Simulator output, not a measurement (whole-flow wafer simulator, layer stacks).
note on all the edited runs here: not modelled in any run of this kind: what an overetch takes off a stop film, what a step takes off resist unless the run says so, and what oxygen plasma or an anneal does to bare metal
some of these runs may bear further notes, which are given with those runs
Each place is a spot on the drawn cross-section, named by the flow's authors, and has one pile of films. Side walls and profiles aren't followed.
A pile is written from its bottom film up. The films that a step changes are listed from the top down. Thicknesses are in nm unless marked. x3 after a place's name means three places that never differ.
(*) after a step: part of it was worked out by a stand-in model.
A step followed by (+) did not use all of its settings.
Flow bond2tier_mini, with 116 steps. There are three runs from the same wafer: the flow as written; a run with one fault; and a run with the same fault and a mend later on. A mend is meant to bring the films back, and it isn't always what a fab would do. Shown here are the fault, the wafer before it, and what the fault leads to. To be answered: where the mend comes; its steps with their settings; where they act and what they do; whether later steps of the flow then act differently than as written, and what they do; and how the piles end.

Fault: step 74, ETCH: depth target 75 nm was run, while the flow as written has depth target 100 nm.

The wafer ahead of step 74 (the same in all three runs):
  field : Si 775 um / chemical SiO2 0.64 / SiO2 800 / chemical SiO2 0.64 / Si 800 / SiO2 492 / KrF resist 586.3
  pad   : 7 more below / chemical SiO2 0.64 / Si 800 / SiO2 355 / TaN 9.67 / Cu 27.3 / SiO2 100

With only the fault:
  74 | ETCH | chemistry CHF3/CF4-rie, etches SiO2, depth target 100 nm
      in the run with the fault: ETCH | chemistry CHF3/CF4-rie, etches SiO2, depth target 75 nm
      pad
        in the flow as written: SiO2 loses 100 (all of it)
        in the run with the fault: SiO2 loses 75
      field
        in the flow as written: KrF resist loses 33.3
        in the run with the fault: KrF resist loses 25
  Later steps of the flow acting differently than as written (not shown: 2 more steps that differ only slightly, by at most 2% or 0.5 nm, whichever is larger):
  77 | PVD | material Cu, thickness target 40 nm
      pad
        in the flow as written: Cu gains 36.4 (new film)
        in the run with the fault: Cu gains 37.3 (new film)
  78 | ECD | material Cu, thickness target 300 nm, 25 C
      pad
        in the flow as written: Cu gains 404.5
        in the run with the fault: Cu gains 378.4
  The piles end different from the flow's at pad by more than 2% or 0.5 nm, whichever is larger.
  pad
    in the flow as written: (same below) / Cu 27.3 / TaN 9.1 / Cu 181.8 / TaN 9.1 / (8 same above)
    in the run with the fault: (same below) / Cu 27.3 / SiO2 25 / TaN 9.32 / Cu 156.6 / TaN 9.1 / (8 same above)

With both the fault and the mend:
  After step 75 comes the mend.
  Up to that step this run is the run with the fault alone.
  75a | COAT | KrF resist, thickness 600 nm (*) (the flow's step 69, run once more)
      field
        KrF resist gains 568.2 (new film)
      pad
        KrF resist gains 633.2 (new film)
  75b | SOFTBAKE | KrF resist (the flow's step 70, run once more)
      leaves every film unchanged at each place that is followed
  75c | EXPOSE | photomask T2PAD, NA 0.6 (the flow's step 71, run once more)
      leaves every film unchanged at each place that is followed
  75d | PEB | KrF resist (the flow's step 72, run once more)
      leaves every film unchanged at each place that is followed
  75e | DEVELOP | developer TMAH-0.26N, 60 s (the flow's step 73, run once more)
      field
        KrF resist loses 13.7
      pad
        KrF resist loses 633.2 (all of it)
  75f | ETCH | chemistry CHF3/CF4-rie, etches SiO2, depth target 25 nm (the flow's step 74, run once more with other settings)
      field
        KrF resist loses 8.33
      pad
        SiO2 loses 25 (all of it)
  75g | STRIP | chemistry O2, over-ash 100% (+) (the flow's step 75, run once more)
      field
        KrF resist loses 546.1 (all of it)
  Later steps of the flow that are run all act as written at every place that is followed.
  The piles end the same as the flow's at every place that both follow.
